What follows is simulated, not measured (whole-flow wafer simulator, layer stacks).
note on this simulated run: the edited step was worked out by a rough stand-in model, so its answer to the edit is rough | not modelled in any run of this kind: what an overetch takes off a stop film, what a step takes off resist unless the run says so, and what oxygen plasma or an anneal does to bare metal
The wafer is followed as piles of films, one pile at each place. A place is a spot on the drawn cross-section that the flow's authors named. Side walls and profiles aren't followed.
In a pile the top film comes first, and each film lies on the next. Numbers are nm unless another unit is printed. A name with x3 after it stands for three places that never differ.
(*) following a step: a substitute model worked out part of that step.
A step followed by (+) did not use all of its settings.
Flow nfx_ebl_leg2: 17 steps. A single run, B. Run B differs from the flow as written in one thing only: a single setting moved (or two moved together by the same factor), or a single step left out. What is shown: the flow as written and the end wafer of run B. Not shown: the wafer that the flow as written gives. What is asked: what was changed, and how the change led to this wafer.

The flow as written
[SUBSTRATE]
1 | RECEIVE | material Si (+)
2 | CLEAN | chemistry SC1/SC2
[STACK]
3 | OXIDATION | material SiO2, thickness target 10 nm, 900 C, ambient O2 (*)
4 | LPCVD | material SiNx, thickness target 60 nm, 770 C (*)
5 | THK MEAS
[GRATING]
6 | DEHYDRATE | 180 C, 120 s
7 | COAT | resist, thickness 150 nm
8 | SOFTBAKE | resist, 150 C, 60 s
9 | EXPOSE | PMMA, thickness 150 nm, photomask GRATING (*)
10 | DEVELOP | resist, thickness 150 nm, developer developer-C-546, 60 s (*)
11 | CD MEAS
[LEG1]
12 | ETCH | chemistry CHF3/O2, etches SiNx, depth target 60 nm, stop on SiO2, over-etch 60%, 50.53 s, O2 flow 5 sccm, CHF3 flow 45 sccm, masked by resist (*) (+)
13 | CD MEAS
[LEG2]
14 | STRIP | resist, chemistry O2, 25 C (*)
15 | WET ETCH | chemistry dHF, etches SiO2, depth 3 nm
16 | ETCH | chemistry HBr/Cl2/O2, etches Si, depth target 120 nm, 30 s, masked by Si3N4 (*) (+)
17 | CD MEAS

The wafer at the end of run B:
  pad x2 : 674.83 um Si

What caused this: step 16, ETCH: depth target 165 nm was run, though the flow has depth target 120 nm.

The path from the change to this, step by step:
  16 | ETCH | chemistry HBr/Cl2/O2, etches Si, depth target 120 nm, 30 s, masked by Si3N4 (*) (+)
      pad x2: Si loses 165 (as written it would have been: Si loses 120)
